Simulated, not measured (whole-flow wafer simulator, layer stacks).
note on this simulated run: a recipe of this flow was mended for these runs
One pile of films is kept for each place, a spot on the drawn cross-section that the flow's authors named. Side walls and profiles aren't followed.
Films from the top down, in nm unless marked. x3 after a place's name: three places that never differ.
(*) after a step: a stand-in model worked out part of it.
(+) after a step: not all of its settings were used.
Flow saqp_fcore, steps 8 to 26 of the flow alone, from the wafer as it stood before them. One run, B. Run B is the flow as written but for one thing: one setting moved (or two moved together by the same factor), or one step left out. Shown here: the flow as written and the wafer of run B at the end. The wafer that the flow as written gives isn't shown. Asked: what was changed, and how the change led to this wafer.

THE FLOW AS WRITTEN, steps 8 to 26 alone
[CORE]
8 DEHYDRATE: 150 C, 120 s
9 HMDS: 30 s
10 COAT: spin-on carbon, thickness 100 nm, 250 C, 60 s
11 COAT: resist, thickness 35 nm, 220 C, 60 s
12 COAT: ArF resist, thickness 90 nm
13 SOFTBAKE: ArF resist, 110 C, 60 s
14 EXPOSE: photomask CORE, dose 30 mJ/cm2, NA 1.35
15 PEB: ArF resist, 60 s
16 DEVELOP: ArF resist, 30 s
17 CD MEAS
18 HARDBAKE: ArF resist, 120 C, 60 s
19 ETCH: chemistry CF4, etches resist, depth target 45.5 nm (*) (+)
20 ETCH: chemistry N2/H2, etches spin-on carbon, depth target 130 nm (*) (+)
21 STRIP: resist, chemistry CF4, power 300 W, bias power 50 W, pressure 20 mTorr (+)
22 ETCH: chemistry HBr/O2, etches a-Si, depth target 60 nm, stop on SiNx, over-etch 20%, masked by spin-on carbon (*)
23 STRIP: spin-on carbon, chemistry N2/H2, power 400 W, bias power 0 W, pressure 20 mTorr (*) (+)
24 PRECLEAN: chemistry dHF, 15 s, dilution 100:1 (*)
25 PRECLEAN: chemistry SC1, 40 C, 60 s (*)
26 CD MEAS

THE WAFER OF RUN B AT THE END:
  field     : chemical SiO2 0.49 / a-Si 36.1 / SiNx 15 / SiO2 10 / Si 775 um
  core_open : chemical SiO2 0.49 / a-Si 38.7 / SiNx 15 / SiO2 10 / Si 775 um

The cause: step 22, ETCH: chemistry HBr/O2, etches a-Si, depth target 60 nm, stop on SiNx, over-etch 20%, masked by spin-on carbon (*), was left out.

How the change led to this, step by step:
  23 STRIP: spin-on carbon, chemistry N2/H2, power 400 W, bias power 0 W, pressure 20 mTorr (*) (+)
      core_line: spin-on carbon -100 (all of it) (as written it would be: spin-on carbon -88.8 (all of it))
  24 PRECLEAN: chemistry dHF, 15 s, dilution 100:1 (*)
      field, core_open: nothing (as written it would be: SiNx -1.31)
  25 PRECLEAN: chemistry SC1, 40 C, 60 s (*)
      field, core_open: chemical SiO2 +0.49 (new film), a-Si -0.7 (as written it would be: nothing)
